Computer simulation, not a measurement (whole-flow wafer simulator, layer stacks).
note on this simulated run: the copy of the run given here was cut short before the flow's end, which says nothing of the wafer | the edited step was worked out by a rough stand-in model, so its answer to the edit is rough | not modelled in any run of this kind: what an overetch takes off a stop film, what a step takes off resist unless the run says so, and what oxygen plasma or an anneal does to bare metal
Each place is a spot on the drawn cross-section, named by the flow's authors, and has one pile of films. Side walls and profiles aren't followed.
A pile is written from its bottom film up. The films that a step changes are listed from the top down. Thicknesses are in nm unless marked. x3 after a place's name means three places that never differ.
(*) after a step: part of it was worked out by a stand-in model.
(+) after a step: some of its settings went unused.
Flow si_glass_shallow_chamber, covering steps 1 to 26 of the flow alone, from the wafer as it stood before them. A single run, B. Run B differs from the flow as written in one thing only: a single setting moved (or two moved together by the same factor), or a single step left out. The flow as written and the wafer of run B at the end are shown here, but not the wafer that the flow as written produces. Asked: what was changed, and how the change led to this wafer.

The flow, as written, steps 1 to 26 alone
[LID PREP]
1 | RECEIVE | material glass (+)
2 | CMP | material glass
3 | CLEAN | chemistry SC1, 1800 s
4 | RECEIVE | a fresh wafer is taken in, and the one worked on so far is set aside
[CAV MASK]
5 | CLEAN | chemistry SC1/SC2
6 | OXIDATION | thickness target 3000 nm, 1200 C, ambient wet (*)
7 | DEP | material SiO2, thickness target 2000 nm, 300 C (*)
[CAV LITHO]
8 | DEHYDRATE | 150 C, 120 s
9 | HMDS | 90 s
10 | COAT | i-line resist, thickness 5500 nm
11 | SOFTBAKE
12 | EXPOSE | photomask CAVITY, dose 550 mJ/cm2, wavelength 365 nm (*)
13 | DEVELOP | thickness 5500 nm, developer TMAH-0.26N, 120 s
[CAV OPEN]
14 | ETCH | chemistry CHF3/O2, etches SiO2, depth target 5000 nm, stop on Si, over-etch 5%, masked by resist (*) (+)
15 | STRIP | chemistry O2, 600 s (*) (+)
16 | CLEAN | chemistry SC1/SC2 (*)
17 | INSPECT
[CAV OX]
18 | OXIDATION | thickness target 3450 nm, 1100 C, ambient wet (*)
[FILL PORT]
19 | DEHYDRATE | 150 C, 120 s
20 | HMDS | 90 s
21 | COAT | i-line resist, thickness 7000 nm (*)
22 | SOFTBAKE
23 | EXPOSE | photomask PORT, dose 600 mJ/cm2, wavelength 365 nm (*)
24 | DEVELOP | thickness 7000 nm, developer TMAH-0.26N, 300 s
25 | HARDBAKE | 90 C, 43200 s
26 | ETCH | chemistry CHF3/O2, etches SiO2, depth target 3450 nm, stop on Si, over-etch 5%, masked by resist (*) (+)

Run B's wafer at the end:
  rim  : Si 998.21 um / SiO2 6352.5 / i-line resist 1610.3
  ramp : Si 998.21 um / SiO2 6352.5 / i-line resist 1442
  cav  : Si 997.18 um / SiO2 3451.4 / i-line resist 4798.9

Cause: step 7, DEP: thickness target 2293 nm was run, though the flow has thickness target 2000 nm.

Step by step, how the change led to this:
  7 | DEP | material SiO2, thickness target 2000 nm, 300 C (*)
      rim, ramp, cav, port, septum, ring: +2293 SiO2 (it would be, as written: +2000 SiO2)
  14 | ETCH | chemistry CHF3/O2, etches SiO2, depth target 5000 nm, stop on Si, over-etch 5%, masked by resist (*) (+)
      cav, port: -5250 SiO2 (it would be, as written: -5000 SiO2 (all of it), -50 Si)
  15 | STRIP | chemistry O2, 600 s (*) (+)
      cav, port: nothing (it would be, as written: +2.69 chemical SiO2 (new film), -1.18 Si)
  18 | OXIDATION | thickness target 3450 nm, 1100 C, ambient wet (*)
      cav, port: +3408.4 SiO2, -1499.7 Si (it would be, as written: +3450 SiO2 (new film), -2.69 chemical SiO2 (all of it), -1516.8 Si)
      rim, ramp, septum, ring: +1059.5 SiO2, -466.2 Si (it would be, as written: +1109.8 SiO2, -488.3 Si)
  22 | SOFTBAKE
      rim: -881 i-line resist (it would be, as written: -849 i-line resist)
      ramp: -457.3 i-line resist (it would be, as written: -434.5 i-line resist)
      (as well as at 3 more places)
  25 | HARDBAKE | 90 C, 43200 s
      rim: -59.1 i-line resist (it would be, as written: -62.5 i-line resist)
      ramp: -53.3 i-line resist (it would be, as written: -57.1 i-line resist)
